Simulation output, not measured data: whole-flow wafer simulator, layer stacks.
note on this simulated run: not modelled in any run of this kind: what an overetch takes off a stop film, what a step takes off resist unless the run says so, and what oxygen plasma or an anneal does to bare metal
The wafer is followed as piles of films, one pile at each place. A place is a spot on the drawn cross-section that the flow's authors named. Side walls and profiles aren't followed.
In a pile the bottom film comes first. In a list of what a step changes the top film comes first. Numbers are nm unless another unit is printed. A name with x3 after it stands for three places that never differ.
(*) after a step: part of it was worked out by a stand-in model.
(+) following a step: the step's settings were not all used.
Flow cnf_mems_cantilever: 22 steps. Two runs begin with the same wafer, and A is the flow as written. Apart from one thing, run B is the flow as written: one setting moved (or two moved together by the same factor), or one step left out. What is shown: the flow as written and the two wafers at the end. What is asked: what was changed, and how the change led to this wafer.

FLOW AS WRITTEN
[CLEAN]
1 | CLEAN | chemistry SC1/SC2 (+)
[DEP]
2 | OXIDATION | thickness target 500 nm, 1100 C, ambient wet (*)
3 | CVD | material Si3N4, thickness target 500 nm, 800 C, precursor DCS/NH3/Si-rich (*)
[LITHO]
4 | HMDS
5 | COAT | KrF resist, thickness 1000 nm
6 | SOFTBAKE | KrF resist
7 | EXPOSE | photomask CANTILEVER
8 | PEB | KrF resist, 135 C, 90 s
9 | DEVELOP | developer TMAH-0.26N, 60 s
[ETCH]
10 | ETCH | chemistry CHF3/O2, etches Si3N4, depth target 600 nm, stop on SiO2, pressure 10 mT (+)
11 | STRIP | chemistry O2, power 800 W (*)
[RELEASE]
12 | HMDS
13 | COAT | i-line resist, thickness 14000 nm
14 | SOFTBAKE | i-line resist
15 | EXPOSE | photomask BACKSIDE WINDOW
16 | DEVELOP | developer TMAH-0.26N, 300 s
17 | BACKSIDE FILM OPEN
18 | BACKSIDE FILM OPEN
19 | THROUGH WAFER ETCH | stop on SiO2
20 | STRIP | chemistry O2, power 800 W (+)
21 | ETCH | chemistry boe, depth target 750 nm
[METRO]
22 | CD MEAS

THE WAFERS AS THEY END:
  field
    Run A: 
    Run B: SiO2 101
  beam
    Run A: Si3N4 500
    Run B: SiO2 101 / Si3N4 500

The reason: step 21, ETCH: depth target 399 nm was run, whereas the flow has depth target 750 nm.

The path from the change to this, step by step:
  21 | ETCH | chemistry boe, depth target 750 nm
      field: A -500 SiO2 (all of it) | B -399 SiO2
      beam: A under 1 film: -500 SiO2 (all of it) | B under 1 film: -399 SiO2
